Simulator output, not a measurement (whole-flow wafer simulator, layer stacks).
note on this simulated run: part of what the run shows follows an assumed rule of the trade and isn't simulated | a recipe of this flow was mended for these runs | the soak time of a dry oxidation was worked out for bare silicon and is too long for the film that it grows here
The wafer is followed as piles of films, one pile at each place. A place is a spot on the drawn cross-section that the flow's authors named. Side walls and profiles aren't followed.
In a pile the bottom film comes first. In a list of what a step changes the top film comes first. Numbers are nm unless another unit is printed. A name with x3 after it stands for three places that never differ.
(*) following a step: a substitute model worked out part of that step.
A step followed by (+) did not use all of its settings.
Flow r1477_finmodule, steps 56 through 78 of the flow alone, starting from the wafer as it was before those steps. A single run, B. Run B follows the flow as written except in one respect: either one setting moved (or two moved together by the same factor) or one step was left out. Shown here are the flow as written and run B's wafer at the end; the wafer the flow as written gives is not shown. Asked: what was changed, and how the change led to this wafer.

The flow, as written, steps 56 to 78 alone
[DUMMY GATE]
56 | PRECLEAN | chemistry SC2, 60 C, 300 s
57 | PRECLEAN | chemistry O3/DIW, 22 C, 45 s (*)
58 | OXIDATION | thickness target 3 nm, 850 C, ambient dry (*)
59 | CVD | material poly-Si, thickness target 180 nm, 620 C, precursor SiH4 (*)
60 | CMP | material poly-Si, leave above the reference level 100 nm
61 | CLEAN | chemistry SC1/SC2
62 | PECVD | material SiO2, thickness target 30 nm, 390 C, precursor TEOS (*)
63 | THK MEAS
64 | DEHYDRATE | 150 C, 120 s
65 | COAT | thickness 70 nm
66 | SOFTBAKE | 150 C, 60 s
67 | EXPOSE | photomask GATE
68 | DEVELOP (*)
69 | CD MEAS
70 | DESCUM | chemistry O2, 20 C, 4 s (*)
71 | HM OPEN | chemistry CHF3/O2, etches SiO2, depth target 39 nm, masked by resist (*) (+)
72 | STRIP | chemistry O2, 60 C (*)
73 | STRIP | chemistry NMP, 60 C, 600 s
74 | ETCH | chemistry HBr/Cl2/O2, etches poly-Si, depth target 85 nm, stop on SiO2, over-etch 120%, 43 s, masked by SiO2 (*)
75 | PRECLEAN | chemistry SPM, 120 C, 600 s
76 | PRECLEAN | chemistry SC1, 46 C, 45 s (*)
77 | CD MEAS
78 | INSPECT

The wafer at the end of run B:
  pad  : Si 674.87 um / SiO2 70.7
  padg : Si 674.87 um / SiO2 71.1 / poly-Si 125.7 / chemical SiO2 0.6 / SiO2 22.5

The reason: step 59, CVD: thickness target 126 nm was run, while the flow as written has thickness target 180 nm.

The path from the change to this, step by step:
  59 | CVD | material poly-Si, thickness target 180 nm, 620 C, precursor SiH4 (*)
      esg x6, s40cg x3, eso x6, s40co x3: +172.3 poly-Si (new film) (it would be, as written: +226.3 poly-Si (new film))
      pad, padg, elg x6, e200lg, elo x6, e200lo: +126 poly-Si (new film) (it would be, as written: +180 poly-Si (new film))
      (as well as at 2 more places)
  60 | CMP | material poly-Si, leave above the reference level 100 nm
      pad, padg: nothing (it would be, as written: -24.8 poly-Si)
      elg x6, esg x6, e200lg, s40cg x3, elo x6, eso x6, e200lo, s40co x3: -26 poly-Si (it would be, as written: -80 poly-Si)
      (as well as at 2 more places)
  74 | ETCH | chemistry HBr/Cl2/O2, etches poly-Si, depth target 85 nm, stop on SiO2, over-etch 120%, 43 s, masked by SiO2 (*)
      pad: -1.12 chemical SiO2 (all of it), -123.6 poly-Si (all of it), -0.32 SiO2 (it would be, as written: -1.12 chemical SiO2 (all of it), -152.8 poly-Si (all of it), -0.17 SiO2)
